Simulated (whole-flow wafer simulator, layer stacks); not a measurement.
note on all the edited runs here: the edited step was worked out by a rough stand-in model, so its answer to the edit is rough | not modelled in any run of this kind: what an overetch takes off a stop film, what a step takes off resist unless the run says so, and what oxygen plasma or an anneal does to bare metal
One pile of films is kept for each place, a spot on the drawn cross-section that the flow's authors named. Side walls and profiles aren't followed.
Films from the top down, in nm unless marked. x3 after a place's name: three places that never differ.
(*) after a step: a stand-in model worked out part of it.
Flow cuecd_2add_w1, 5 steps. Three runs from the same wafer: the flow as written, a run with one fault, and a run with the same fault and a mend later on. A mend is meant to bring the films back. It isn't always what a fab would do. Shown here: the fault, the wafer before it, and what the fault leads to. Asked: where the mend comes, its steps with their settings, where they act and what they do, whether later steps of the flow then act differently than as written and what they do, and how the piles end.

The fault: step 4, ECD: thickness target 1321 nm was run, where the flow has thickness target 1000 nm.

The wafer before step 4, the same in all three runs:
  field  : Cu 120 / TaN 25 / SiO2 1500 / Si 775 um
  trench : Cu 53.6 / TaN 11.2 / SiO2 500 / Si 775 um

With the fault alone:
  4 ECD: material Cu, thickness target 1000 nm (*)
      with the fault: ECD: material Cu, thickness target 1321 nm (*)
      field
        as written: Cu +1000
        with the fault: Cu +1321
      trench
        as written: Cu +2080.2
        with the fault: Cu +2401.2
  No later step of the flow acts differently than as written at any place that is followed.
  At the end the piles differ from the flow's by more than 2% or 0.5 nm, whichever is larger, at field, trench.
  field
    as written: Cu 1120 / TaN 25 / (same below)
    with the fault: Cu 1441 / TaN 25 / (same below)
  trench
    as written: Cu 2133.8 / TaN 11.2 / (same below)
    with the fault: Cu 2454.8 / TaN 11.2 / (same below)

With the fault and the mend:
  The mend comes after step 5.
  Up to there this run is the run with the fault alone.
  5a ETCH: chemistry cu recess dil, depth target 321 nm
      field, trench
        Cu -321
  No later step of the flow acts differently than as written at any place that is followed.
  At the end the piles are the same as the flow's at every place that both follow.
